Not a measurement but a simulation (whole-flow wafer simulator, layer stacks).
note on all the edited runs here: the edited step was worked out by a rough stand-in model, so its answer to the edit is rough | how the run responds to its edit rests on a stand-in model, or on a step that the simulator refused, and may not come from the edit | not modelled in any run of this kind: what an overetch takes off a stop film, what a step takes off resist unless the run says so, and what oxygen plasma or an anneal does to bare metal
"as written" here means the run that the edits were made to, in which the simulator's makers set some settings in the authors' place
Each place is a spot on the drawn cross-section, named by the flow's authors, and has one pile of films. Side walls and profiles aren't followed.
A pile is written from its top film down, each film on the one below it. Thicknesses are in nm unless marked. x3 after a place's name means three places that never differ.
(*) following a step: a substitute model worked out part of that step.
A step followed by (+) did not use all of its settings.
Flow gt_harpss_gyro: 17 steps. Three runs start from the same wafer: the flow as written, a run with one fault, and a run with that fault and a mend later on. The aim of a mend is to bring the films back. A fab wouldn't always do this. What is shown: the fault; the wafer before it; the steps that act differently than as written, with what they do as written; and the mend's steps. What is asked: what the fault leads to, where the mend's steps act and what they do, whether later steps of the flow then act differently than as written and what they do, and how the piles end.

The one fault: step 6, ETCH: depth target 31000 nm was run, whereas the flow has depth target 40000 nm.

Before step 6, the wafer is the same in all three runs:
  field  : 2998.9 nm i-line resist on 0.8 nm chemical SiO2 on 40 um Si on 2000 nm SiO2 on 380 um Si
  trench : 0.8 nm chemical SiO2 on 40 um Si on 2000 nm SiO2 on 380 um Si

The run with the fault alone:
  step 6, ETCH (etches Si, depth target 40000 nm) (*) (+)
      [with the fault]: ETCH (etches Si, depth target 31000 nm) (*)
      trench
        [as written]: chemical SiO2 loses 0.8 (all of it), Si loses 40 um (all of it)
        [with the fault]: chemical SiO2 loses 0.8 (all of it), Si loses 31 um
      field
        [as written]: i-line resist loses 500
        [with the fault]: i-line resist loses 387.5
  Steps further on in the flow that do not act as written (3 other steps are not shown; they differ only slightly, by no more than 2% or 0.5 nm, whichever is larger):
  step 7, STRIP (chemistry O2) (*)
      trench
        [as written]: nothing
        [with the fault]: chemical SiO2 gains 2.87 (new film), Si loses 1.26
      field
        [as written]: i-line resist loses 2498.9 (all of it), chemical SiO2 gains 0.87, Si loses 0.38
        [with the fault]: i-line resist loses 2611.4 (all of it), chemical SiO2 gains 0.88, Si loses 0.39
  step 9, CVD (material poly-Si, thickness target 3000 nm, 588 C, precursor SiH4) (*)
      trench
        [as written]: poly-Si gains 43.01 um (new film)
        [with the fault]: poly-Si gains 34 um (new film)
  At trench, the piles at the end differ from the flow's by more than 2% or 0.5 nm, whichever is larger.
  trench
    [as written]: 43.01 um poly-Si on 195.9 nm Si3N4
    [with the fault]: 34 um poly-Si on 197.3 nm Si3N4 on 2.87 nm chemical SiO2 on 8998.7 nm Si

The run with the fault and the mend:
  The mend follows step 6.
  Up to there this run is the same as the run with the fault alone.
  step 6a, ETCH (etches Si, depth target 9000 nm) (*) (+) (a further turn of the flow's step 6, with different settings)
      field
        i-line resist loses 112.5
      trench
        Si loses 8999.9 (all of it)
  None of the later steps of the flow acts differently than as written at any place that is followed.
  The piles end the same as the flow's at every place that both follow.
